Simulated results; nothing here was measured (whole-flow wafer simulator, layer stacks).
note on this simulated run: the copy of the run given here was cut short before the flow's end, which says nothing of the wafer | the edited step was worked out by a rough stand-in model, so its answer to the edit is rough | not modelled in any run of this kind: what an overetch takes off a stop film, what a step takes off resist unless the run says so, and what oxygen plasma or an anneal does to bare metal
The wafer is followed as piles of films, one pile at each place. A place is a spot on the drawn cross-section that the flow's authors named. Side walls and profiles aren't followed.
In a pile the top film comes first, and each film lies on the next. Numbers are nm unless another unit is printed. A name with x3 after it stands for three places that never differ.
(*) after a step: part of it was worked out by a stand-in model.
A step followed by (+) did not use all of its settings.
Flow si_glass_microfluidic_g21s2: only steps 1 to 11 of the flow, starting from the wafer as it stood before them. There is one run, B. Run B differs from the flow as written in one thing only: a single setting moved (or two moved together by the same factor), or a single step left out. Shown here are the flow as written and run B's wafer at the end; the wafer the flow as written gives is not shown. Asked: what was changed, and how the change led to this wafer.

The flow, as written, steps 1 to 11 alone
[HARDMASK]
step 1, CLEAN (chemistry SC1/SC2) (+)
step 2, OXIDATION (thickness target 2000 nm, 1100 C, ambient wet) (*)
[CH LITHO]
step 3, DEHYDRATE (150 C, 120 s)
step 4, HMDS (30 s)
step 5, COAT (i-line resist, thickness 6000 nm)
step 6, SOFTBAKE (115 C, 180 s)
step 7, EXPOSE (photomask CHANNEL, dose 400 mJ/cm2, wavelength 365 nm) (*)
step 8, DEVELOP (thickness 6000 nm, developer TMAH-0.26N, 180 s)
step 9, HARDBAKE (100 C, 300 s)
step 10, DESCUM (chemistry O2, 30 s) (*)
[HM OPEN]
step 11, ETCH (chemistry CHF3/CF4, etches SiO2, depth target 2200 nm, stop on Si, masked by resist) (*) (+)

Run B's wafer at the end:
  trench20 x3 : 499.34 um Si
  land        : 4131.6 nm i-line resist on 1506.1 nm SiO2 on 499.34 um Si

The reason: step 2, OXIDATION: 1018 C was run, whereas the flow has 1100 C.

Step by step, how the change led to this:
  step 2, OXIDATION (thickness target 2000 nm, 1100 C, ambient wet) (*)
      land, trench20 x3: +1506.1 SiO2 (new film), -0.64 chemical SiO2 (all of it), -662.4 Si (in the flow as written it would be: +2000 SiO2 (new film), -0.64 chemical SiO2 (all of it), -879.7 Si)
  step 11, ETCH (chemistry CHF3/CF4, etches SiO2, depth target 2200 nm, stop on Si, masked by resist) (*) (+)
      trench20 x3: -1506.1 SiO2 (all of it) (in the flow as written it would be: -2000 SiO2 (all of it))
